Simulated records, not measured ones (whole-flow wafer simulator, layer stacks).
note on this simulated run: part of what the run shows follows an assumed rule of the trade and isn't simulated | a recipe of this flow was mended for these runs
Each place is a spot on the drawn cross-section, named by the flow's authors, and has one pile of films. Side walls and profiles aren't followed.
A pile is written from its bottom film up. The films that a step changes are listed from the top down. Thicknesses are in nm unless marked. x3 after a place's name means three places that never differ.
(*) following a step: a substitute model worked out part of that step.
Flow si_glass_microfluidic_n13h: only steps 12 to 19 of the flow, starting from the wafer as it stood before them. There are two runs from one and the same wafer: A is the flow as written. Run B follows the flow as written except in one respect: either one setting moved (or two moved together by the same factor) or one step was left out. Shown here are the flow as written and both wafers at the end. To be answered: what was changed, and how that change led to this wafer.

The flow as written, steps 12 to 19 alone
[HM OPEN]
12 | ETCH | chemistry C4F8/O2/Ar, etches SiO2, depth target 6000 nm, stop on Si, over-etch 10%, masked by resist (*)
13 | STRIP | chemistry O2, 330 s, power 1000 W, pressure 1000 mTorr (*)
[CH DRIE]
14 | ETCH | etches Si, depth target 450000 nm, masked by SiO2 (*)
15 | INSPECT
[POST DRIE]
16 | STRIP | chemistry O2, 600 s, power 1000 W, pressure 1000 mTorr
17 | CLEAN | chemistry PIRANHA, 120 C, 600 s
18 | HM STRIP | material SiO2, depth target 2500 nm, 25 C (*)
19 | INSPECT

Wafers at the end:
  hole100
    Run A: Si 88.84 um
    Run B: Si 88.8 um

The reason: step 12, ETCH: over-etch 14.5% was run, while the flow as written has over-etch 10%.

The path from the change to this, step by step:
  12 | ETCH | chemistry C4F8/O2/Ar, etches SiO2, depth target 6000 nm, stop on Si, over-etch 10%, masked by resist (*)
      land: A thick-i-line-resist loses 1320 | B thick-i-line-resist loses 1374
      hole100: A SiO2 loses 6000 (all of it), Si loses 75 | B SiO2 loses 6000 (all of it), Si loses 108.8
